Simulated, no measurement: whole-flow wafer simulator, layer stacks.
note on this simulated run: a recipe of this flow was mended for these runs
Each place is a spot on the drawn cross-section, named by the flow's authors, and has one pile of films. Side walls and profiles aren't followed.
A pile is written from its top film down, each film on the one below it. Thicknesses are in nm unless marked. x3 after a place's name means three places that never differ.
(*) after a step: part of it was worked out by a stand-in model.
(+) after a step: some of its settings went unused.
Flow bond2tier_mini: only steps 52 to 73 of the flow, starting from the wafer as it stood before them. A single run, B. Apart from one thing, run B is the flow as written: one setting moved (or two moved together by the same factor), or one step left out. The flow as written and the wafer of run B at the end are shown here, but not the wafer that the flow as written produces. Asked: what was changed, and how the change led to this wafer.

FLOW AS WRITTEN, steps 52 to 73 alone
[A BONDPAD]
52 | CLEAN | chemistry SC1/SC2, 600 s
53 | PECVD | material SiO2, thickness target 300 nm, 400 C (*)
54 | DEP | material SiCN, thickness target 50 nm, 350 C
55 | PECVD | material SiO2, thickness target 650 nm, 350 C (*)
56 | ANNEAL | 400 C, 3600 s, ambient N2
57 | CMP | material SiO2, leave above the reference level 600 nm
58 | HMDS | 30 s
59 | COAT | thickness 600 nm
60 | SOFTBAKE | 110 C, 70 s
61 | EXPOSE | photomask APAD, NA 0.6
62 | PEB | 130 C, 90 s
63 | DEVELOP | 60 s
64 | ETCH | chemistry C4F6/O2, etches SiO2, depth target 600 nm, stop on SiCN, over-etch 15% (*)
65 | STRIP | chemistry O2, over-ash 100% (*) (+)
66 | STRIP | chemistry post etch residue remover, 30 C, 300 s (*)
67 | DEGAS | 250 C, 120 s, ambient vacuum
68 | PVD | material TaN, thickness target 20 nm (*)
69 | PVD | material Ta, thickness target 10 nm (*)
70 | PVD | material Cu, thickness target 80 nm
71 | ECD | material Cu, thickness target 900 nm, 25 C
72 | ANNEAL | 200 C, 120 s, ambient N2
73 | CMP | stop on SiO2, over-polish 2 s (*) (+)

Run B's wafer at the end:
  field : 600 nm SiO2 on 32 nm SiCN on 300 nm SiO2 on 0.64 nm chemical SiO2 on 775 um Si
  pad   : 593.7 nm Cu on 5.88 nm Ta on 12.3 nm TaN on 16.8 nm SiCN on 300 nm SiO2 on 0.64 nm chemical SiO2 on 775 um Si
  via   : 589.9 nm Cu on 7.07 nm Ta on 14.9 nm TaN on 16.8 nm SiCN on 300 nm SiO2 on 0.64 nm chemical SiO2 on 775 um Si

Cause: step 54, DEP: thickness target 32 nm was run, though the flow has thickness target 50 nm.
The wafer itself shows it: field has SiCN 32, and step 54 as written asks for 50 nm.

Step by step, how the change led to this:
  54 | DEP | material SiCN, thickness target 50 nm, 350 C
      field, pad, via: SiCN gains 32 (new film) (as written it would have been: SiCN gains 50 (new film))
